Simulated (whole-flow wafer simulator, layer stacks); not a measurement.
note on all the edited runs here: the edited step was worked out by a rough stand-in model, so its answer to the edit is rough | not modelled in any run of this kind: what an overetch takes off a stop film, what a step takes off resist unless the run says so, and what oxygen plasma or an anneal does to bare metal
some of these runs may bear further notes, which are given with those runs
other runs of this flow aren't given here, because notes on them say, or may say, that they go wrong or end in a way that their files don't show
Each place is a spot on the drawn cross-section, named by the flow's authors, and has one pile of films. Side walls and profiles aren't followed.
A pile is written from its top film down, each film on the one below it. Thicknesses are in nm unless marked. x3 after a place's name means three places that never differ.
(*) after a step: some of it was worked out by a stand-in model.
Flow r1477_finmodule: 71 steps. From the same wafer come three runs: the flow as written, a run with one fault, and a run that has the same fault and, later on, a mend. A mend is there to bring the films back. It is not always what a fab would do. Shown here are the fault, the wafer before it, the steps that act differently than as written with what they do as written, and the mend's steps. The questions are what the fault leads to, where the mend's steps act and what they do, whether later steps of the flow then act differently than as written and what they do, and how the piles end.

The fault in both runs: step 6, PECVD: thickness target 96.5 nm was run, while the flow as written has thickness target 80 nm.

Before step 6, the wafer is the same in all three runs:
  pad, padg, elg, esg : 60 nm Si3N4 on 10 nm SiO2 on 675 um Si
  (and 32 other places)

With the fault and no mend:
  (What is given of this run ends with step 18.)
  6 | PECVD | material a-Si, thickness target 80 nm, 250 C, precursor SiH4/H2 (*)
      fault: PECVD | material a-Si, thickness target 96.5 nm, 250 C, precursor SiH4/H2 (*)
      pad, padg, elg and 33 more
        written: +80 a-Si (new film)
        fault: +96.5 a-Si (new film)
  Steps further on in the flow that do not act as written:
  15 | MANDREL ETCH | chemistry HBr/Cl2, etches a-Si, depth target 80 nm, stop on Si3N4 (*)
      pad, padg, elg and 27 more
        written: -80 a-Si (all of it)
        fault: -80 a-Si
  After step 18, at pad, padg, elg and 33 more, the piles differ from the flow's by more than 2% or 0.5 nm, whichever is larger.
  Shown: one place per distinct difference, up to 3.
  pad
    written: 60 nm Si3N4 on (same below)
    fault: 16.5 nm a-Si on 60 nm Si3N4 on (same below)
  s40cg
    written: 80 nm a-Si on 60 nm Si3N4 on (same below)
    fault: 96.5 nm a-Si on 60 nm Si3N4 on (same below)

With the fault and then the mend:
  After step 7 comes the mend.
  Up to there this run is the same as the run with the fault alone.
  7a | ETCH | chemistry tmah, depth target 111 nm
      pad, padg, elg and 33 more
        -96.5 a-Si (all of it)
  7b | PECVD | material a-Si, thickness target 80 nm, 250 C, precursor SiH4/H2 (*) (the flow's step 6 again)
      pad, padg, elg and 33 more
        +80 a-Si (new film)
  None of the later steps of the flow acts differently than as written at any place that is followed.
  By the end, the piles equal the flow's at every place that both follow.
